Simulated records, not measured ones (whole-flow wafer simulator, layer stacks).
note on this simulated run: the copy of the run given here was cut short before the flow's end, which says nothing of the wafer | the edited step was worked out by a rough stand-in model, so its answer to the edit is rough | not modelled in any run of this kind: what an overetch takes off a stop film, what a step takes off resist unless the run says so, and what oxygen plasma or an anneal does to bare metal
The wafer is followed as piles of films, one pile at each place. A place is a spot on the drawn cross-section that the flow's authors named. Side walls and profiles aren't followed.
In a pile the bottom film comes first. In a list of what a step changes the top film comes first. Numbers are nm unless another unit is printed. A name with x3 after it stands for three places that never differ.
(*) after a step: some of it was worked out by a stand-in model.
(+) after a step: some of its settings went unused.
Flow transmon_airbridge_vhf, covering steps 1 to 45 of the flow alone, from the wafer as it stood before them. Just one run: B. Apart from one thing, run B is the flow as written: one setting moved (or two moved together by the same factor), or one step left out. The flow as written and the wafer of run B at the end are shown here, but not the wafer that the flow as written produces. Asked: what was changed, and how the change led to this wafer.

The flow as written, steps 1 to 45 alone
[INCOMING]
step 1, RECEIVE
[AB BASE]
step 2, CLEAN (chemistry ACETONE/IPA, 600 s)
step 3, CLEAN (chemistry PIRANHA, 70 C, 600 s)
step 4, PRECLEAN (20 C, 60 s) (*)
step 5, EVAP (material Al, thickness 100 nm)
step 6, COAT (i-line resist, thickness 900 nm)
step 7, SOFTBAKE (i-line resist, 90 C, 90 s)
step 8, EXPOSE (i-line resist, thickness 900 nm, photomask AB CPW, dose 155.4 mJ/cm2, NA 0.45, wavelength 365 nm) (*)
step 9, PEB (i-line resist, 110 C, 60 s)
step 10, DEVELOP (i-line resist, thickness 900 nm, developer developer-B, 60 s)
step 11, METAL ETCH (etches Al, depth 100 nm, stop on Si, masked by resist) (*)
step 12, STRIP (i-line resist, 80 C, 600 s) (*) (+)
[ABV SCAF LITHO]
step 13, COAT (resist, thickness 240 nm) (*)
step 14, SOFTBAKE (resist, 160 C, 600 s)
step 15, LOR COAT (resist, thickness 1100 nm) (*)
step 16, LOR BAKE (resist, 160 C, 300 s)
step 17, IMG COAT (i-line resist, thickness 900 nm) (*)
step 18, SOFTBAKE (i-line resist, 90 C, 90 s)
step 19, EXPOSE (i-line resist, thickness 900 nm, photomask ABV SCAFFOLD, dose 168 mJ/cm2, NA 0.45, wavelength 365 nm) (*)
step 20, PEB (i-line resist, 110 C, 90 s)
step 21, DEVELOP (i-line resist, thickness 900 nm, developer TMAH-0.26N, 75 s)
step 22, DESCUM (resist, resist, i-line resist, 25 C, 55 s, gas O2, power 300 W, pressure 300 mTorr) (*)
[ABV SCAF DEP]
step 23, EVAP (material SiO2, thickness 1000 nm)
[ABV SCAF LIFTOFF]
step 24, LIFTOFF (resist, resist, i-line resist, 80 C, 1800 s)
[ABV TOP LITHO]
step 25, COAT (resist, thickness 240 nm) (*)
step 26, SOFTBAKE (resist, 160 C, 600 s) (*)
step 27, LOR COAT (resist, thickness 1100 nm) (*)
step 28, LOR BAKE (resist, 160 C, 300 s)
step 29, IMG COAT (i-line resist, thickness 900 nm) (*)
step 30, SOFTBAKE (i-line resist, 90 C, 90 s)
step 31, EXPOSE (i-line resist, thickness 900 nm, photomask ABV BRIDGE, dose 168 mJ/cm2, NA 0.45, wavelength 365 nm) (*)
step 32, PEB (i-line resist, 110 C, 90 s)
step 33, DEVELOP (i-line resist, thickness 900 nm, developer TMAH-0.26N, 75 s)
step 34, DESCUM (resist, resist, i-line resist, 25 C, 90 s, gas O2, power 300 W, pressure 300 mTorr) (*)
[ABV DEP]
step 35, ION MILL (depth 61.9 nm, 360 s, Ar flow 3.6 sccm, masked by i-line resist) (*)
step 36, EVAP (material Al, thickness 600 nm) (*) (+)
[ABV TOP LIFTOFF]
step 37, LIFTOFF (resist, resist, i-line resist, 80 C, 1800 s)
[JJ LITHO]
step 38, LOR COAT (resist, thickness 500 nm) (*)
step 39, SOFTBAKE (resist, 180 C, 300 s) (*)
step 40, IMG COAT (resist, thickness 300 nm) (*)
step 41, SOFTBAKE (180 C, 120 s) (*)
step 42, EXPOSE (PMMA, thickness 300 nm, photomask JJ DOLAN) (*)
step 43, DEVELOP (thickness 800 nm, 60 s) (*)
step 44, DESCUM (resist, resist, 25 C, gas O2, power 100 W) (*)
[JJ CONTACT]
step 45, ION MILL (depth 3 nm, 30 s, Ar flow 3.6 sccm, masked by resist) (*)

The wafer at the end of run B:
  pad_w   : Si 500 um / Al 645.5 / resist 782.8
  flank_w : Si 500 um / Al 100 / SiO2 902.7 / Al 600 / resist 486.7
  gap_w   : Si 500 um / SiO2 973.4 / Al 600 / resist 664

What caused this: step 35, ION MILL: depth 45.8 nm was run, while the flow as written has depth 61.9 nm; step 35, ION MILL: 266 s was run, where the flow has 360 s.

The path from the change to this, step by step:
  step 35, ION MILL (depth 61.9 nm, 360 s, Ar flow 3.6 sccm, masked by i-line resist) (*)
      field x3, jj_line, ground_far, trace_open_s x2, margin_s, margin_n: -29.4 i-line resist (in the flow as written it would be: -39.7 i-line resist)
      flank_w, gap_w, cpw_trace, gap_e, flank_e, bridge_strip: -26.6 SiO2 (in the flow as written it would be: -36 SiO2)
      (as well as at 2 more places)
  step 37, LIFTOFF (resist, resist, i-line resist, 80 C, 1800 s)
      margin_s, margin_n: -600 Al (all of it), -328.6 i-line resist (all of it), -992 resist (all of it) (in the flow as written it would be: -600 Al (all of it), -318.3 i-line resist (all of it), -992 resist (all of it))
